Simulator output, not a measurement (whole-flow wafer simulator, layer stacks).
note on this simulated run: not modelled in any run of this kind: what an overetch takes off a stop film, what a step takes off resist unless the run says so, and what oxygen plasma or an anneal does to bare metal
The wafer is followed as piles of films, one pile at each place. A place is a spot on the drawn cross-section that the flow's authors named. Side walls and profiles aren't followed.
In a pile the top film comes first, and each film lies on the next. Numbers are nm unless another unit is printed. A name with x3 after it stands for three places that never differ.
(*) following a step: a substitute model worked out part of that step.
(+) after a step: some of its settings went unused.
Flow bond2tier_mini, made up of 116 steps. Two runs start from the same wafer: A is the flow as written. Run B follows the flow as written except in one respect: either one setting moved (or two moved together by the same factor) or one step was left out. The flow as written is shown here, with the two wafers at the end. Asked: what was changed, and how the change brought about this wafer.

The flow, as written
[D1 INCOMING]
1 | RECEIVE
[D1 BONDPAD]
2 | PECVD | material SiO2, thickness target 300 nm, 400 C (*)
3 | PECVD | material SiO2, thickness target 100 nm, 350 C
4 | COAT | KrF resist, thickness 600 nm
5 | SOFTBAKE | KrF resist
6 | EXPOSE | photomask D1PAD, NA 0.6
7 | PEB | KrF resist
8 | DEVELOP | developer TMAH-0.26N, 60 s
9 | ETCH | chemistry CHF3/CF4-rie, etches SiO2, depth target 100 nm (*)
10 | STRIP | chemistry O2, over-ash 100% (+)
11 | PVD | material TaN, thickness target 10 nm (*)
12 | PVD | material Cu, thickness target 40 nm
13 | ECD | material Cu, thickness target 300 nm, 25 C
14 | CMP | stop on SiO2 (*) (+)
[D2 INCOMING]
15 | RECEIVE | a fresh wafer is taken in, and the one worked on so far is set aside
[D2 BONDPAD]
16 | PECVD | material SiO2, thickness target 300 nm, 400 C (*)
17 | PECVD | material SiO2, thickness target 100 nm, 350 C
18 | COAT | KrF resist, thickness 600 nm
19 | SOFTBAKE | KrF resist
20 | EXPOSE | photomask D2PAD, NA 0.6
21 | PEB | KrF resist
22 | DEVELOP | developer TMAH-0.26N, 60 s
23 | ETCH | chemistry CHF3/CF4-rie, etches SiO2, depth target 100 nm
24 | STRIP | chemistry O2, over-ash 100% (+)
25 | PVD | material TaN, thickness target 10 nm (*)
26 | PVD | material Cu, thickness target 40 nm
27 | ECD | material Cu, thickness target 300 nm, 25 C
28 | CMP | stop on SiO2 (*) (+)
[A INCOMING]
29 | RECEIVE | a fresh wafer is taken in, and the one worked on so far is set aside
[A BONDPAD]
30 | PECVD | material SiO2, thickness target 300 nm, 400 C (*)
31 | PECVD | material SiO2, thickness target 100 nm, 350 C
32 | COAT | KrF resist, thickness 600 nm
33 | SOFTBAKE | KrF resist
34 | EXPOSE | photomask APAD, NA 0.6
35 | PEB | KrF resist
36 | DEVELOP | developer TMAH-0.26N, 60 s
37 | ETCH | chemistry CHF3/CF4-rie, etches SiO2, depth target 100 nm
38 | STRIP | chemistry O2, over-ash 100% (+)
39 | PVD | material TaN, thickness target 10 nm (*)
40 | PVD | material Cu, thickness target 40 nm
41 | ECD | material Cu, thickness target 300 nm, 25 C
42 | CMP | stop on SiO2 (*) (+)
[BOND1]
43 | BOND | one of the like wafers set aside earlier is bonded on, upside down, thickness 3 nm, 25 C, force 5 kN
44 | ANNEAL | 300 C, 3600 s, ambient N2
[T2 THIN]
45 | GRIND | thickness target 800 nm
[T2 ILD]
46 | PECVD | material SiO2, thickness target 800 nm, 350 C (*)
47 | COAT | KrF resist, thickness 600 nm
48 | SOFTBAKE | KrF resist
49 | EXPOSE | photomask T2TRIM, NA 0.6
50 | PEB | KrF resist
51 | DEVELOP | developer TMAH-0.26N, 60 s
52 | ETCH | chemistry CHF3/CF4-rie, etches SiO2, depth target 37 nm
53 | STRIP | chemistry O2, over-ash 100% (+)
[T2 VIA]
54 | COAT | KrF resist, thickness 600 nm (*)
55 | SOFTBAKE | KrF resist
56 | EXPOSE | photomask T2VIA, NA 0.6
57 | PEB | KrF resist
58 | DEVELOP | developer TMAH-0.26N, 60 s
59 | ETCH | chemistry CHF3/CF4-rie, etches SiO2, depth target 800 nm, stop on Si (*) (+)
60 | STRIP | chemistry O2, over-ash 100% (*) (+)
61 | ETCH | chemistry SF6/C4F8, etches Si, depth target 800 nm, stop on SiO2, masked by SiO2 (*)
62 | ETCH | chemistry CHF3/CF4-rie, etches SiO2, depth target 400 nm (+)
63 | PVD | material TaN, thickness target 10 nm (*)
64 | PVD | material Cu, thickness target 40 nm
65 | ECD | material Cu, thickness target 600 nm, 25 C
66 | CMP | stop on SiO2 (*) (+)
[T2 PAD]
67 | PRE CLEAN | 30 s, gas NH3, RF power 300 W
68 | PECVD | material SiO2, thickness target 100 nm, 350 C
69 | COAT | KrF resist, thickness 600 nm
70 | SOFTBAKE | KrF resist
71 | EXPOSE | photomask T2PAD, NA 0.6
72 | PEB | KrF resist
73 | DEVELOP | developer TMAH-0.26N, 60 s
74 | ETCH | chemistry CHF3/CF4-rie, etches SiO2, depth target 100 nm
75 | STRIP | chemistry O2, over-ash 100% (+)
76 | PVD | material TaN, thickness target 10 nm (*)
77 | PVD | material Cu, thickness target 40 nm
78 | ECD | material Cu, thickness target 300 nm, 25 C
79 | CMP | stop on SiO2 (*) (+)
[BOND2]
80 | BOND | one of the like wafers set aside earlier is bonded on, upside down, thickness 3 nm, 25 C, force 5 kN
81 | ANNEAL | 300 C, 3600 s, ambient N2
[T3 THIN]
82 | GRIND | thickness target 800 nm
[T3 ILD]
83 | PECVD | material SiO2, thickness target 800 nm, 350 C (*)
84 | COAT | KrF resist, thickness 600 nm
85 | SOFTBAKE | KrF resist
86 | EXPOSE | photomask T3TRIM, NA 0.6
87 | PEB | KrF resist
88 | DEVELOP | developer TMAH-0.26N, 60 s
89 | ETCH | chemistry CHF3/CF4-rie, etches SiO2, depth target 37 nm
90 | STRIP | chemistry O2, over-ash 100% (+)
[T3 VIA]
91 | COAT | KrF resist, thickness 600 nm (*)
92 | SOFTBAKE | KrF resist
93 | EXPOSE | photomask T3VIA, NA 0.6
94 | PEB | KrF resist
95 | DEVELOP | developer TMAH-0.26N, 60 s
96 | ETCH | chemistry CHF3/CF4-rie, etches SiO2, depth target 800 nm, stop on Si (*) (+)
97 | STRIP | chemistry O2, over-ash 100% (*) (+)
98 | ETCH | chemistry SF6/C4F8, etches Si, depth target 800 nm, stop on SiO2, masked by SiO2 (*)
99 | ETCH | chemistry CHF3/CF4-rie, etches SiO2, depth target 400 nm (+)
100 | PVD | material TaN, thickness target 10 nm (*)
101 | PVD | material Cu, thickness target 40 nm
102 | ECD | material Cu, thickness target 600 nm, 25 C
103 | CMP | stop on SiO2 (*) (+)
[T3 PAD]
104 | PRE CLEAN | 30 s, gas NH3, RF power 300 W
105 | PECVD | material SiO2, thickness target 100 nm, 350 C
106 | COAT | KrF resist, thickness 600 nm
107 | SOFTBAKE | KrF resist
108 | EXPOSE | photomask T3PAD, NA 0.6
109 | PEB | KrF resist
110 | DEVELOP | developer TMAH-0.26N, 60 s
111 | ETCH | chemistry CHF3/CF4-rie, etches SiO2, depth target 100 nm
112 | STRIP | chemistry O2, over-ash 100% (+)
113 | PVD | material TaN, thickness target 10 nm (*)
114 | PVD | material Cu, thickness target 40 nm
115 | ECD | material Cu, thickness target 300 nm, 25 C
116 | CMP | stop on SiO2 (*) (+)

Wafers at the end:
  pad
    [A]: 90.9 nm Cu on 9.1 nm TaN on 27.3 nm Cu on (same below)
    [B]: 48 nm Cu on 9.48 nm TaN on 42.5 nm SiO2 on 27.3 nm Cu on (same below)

The reason: step 111, ETCH: depth target 57.5 nm was run, whereas the flow has depth target 100 nm.

How this came from the change, step by step:
  111 | ETCH | chemistry CHF3/CF4-rie, etches SiO2, depth target 100 nm
      pad: A SiO2 loses 100 (all of it) | B SiO2 loses 57.5
      field: A KrF resist loses 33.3 | B KrF resist loses 19.2
  112 | STRIP | chemistry O2, over-ash 100% (+)
      field: A KrF resist loses 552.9 (all of it) | B KrF resist loses 567.1 (all of it)
  114 | PVD | material Cu, thickness target 40 nm
      pad: A Cu gains 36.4 (new film) | B Cu gains 37.9 (new film)
  115 | ECD | material Cu, thickness target 300 nm, 25 C
      pad: A Cu gains 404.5 | B Cu gains 360.1
Taking metal films that touch as one body, pad has 4 bodies (between them, from the top down: SiO2 42.5; SiO2 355 / Si 800 / chemical SiO2 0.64 / SiO2 300; SiO2 355 / Si 800 / chemical SiO2 0.64 / SiO2 300); the flow as written gives 3 bodies (between them, from the top down: SiO2 355 / Si 800 / chemical SiO2 0.64 / SiO2 300; SiO2 355 / Si 800 / chemical SiO2 0.64 / SiO2 300).
